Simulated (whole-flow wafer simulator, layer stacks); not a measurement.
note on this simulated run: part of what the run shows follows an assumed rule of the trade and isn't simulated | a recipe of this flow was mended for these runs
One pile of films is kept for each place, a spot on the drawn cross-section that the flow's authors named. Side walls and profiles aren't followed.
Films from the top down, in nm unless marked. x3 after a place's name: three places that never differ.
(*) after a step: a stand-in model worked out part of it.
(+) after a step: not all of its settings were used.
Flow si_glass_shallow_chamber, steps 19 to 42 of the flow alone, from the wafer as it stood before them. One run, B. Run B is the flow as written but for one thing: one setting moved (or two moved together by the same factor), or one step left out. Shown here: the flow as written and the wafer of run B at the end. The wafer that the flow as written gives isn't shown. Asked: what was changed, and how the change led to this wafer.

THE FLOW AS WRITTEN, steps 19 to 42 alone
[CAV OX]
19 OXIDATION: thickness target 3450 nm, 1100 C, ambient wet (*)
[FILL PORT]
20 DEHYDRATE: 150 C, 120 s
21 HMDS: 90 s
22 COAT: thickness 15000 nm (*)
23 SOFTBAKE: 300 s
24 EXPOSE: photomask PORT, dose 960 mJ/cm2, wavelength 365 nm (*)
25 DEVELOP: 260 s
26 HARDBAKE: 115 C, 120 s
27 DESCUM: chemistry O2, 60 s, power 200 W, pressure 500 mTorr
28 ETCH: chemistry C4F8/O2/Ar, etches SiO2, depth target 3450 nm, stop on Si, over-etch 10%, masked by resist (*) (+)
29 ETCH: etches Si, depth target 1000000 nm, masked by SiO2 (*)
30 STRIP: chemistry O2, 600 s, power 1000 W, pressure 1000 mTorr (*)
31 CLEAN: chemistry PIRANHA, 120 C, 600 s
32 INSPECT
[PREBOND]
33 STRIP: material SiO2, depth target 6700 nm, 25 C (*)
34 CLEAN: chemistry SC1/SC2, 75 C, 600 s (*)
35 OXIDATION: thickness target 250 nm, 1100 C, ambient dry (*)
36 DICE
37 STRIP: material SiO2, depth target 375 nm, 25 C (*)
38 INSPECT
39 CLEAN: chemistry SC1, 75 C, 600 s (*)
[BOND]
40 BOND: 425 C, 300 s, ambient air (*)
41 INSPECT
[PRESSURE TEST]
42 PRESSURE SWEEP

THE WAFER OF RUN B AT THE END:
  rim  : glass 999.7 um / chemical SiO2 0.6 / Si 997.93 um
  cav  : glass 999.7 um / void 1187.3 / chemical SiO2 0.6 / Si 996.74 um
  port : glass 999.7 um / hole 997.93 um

The cause: step 19, OXIDATION: thickness target 3967 nm was run, where the flow has thickness target 3450 nm.

How the change led to this, step by step:
  19 OXIDATION: thickness target 3450 nm, 1100 C, ambient wet (*)
      rim, ramp, septum, ring: SiO2 +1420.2, Si -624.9 (as written it would be: SiO2 +1110.9, Si -488.8)
      cav, port: SiO2 +3967 (new film), chemical SiO2 -0.6 (all of it), Si -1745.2 (as written it would be: SiO2 +3450 (new film), chemical SiO2 -0.6 (all of it), Si -1517.7)
  22 COAT: thickness 15000 nm (*)
      rim: thick-i-line-resist +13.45 um (new film) (as written it would be: thick-i-line-resist +13.4 um (new film))
      ramp: thick-i-line-resist +12.96 um (new film) (as written it would be: thick-i-line-resist +12.89 um (new film))
      (and at 3 more places)
  23 SOFTBAKE: 300 s
      rim: thick-i-line-resist -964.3 (as written it would be: thick-i-line-resist -997)
      ramp: thick-i-line-resist -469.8 (as written it would be: thick-i-line-resist -487.1)
      (and at 4 more places)
  25 DEVELOP: 260 s
      port: thick-i-line-resist -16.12 um (all of it) (as written it would be: thick-i-line-resist -16.16 um (all of it))
  28 ETCH: chemistry C4F8/O2/Ar, etches SiO2, depth target 3450 nm, stop on Si, over-etch 10%, masked by resist (*) (+)
      port: SiO2 -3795 (as written it would be: SiO2 -3450 (all of it), Si -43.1)
  29 ETCH: etches Si, depth target 1000000 nm, masked by SiO2 (*)
      port: hole +997.04 um (new film), SiO2 -172 (all of it), Si -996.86 um (all of it) (as written it would be: hole +997.05 um (new film), Si -997.05 um (all of it))
      rim, ramp: thick-i-line-resist -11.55 um (all of it), SiO2 -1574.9 (as written it would be: thick-i-line-resist -11.47 um (all of it), SiO2 -1617.3)
      (and at 1 more place)
  30 STRIP: chemistry O2, 600 s, power 1000 W, pressure 1000 mTorr (*)
      cav: thick-i-line-resist -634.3 (all of it) (as written it would be: thick-i-line-resist -669.6 (all of it))
  33 STRIP: material SiO2, depth target 6700 nm, 25 C (*)
      rim, ramp: SiO2 -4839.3 (all of it) (as written it would be: SiO2 -4487.5 (all of it))
      cav: SiO2 -3967 (all of it) (as written it would be: SiO2 -3450 (all of it))
      (and at 2 more places)
  40 BOND: 425 C, 300 s, ambient air (*)
      cav: glass +999.7 um (new film), void +1187.3 (new film) (as written it would be: glass +999.7 um (new film), void +1095.9 (new film))
      port: glass +999.7 um (new film), hole +893.5 (as written it would be: glass +999.7 um (new film), hole +1017.3)
